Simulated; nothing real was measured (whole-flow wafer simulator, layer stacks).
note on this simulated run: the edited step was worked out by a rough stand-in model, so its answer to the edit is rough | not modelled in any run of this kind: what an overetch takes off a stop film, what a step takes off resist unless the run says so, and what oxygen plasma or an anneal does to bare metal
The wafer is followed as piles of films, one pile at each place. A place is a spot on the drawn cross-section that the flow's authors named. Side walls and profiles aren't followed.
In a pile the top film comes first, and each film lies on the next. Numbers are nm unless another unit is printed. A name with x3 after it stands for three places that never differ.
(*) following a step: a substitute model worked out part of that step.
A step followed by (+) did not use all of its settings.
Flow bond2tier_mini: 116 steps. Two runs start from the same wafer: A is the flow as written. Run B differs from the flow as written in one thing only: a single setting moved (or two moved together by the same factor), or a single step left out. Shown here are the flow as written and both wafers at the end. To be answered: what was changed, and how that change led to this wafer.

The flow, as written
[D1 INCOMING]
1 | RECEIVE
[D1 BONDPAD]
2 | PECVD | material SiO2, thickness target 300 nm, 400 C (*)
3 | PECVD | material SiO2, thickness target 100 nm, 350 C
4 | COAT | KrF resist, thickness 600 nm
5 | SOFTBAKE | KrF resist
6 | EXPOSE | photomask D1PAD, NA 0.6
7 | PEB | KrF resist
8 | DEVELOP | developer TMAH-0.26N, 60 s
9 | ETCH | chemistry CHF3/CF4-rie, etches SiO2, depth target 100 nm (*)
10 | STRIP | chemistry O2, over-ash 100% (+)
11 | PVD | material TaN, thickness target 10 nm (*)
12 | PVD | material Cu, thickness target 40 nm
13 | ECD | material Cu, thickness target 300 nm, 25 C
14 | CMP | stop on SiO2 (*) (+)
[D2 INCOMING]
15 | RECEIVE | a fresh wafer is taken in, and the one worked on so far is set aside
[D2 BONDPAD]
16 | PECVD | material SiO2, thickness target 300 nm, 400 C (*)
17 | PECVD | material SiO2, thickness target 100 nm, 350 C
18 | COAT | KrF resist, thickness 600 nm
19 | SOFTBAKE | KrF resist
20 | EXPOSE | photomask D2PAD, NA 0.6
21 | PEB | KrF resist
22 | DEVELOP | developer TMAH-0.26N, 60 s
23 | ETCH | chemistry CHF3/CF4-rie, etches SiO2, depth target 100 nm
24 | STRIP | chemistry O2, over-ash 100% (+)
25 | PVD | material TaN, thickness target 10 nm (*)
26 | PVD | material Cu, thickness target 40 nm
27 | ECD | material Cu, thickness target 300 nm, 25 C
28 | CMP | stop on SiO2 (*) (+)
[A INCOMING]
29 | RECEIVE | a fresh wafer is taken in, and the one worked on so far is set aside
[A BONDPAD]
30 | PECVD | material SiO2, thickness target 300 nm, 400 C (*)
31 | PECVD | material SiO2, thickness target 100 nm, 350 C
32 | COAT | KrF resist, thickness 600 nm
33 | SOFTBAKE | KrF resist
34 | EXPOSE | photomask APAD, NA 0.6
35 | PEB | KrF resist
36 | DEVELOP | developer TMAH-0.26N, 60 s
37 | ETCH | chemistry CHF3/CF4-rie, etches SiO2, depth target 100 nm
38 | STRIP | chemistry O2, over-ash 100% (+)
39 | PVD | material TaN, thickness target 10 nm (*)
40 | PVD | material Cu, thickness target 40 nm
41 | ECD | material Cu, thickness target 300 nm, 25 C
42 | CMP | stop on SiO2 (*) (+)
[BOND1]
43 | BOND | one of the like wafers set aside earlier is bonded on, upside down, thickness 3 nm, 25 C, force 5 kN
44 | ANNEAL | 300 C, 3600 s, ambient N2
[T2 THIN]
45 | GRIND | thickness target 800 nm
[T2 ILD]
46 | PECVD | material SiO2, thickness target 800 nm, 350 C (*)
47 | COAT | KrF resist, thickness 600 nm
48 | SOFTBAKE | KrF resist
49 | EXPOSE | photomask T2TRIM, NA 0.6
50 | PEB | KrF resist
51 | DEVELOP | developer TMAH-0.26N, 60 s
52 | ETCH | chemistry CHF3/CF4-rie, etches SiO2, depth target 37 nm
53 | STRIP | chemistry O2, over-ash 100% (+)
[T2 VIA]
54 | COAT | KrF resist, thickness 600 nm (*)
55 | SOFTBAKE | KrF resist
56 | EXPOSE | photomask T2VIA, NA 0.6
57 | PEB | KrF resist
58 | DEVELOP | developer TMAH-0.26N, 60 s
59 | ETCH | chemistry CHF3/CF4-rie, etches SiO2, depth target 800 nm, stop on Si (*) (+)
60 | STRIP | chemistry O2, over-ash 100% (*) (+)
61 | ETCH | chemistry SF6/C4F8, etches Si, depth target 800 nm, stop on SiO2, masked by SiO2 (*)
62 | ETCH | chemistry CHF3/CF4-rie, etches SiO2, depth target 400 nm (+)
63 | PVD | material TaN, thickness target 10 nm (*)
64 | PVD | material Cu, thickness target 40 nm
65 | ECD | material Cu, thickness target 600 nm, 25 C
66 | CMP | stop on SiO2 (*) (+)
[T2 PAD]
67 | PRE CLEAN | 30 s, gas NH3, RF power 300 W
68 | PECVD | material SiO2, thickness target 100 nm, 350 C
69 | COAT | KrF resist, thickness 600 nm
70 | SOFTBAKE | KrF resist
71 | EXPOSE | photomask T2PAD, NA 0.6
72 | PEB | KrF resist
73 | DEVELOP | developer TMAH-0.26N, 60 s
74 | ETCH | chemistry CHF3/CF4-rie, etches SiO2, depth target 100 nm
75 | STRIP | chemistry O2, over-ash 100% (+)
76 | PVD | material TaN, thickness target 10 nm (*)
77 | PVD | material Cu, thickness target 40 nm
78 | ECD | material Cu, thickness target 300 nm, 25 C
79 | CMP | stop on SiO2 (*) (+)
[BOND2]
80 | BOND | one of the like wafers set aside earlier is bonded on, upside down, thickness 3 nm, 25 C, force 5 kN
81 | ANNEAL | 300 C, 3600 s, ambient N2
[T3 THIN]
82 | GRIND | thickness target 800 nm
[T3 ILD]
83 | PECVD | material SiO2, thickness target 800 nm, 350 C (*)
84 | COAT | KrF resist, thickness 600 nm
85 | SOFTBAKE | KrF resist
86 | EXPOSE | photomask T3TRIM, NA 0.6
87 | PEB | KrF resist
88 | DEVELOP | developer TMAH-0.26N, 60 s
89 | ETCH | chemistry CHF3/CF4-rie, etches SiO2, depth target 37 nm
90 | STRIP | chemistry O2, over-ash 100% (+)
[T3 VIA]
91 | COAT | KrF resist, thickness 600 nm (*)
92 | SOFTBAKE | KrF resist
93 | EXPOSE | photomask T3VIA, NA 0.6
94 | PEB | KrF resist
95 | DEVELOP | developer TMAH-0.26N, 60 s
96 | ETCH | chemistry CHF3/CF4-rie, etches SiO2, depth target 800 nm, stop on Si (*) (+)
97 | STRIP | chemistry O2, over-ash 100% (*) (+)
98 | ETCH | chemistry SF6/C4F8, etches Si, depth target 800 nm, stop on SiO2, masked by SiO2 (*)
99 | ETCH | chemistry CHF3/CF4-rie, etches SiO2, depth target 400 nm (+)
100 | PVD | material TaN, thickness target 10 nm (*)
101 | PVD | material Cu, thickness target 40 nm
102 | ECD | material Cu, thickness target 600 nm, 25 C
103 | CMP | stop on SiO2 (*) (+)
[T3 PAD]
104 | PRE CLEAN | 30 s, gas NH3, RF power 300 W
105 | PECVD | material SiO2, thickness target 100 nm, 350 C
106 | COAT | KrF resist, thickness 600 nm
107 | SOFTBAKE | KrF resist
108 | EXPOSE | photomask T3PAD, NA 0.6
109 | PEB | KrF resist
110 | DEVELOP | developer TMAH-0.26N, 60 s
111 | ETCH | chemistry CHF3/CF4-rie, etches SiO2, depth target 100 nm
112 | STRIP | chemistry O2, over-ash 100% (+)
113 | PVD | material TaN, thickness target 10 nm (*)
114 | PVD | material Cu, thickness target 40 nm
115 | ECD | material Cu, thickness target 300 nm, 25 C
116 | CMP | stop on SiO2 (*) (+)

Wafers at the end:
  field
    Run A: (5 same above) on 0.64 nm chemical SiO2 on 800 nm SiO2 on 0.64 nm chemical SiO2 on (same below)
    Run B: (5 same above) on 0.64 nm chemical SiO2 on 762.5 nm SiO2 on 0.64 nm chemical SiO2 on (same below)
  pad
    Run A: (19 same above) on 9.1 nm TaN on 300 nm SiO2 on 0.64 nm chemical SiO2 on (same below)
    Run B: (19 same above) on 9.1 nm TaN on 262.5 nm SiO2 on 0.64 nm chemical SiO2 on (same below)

What caused this: step 30, PECVD: thickness target 262.5 nm was run, while the flow as written has thickness target 300 nm.
The wafer itself shows it: pad has SiO2 262.5, and step 30 as written asks for 300 nm.

Step by step, how the change led to this:
  30 | PECVD | material SiO2, thickness target 300 nm, 400 C (*)
      field, pad, via: A +300 SiO2 (new film) | B +262.5 SiO2 (new film)
